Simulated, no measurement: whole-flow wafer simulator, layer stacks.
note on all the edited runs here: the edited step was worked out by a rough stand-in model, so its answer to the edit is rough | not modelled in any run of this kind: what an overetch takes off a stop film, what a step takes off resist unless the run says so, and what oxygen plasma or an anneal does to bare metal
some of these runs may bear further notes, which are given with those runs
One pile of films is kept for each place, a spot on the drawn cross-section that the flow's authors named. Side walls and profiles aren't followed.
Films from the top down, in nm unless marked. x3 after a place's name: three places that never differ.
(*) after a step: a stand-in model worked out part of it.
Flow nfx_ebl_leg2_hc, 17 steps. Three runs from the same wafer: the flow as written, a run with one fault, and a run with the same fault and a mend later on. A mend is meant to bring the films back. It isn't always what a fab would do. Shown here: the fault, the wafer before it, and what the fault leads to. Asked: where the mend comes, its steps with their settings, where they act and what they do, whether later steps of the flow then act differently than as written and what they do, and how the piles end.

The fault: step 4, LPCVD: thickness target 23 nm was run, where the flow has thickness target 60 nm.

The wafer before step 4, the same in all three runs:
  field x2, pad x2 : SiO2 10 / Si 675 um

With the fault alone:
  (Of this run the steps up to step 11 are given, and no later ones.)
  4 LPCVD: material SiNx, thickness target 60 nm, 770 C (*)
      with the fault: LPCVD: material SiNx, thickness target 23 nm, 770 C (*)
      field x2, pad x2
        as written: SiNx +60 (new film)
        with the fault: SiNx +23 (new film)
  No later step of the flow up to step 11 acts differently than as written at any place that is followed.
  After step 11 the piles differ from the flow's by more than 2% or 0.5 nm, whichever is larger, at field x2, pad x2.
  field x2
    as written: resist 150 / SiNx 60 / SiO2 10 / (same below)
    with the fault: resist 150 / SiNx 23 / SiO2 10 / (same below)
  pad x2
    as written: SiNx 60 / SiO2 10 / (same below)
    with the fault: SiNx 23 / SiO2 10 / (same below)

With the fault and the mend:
  The mend comes after step 5.
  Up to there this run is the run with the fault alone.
  5a ETCH: chemistry h3po4, depth target 26.45 nm
      field x2, pad x2
        SiNx -23 (all of it)
  5b CLEAN: chemistry SC1/SC2 (the flow's step 2 once more)
      changes no film at any place that is followed
  5c LPCVD: material SiNx, thickness target 60 nm, 770 C (*) (the flow's step 4 once more)
      field x2, pad x2
        SiNx +60 (new film)
  No later step of the flow acts differently than as written at any place that is followed.
  At the end the piles are the same as the flow's at every place that both follow.
